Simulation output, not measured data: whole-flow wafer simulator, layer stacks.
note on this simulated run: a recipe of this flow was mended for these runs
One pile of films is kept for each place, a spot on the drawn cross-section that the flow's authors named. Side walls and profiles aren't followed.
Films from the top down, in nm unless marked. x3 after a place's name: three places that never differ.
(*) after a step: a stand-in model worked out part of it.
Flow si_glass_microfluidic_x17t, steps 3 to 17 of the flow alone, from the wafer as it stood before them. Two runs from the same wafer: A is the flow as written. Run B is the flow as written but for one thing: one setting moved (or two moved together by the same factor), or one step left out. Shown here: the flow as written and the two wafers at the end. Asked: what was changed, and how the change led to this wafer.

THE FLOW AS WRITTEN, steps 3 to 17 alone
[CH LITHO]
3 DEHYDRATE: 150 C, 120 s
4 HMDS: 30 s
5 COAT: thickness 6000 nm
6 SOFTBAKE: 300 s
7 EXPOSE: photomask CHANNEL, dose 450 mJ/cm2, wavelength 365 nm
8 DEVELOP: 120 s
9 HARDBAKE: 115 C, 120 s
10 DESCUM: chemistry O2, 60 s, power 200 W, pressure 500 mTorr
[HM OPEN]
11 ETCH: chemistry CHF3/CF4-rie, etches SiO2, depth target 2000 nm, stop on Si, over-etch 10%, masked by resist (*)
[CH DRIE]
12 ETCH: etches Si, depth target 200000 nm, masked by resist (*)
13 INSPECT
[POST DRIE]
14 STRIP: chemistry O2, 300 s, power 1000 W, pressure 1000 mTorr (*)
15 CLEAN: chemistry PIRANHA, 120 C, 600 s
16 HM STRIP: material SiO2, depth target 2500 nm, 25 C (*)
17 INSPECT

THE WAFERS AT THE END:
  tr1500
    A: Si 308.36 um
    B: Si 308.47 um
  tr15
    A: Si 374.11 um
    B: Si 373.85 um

The cause: step 5, COAT: thickness 5280 nm was run, where the flow has thickness 6000 nm.

How the change led to this, step by step:
  5 COAT: thickness 6000 nm
      land, tr110, tr1500, tr15: A thick-i-line-resist +6000 (new film) | B thick-i-line-resist +5280 (new film)
  8 DEVELOP: 120 s
      tr110, tr1500, tr15: A thick-i-line-resist -6000 (all of it) | B thick-i-line-resist -5280 (all of it)
  9 HARDBAKE: 115 C, 120 s
      land: A thick-i-line-resist -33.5 | B thick-i-line-resist -27.9
  12 ETCH: etches Si, depth target 200000 nm, masked by resist (*)
      tr1500: A Si -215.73 um | B Si -215.63 um
      tr15: A Si -149.99 um | B Si -150.25 um
  14 STRIP: chemistry O2, 300 s, power 1000 W, pressure 1000 mTorr (*)
      land: A thick-i-line-resist -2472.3 (all of it) | B thick-i-line-resist -1759.3 (all of it)
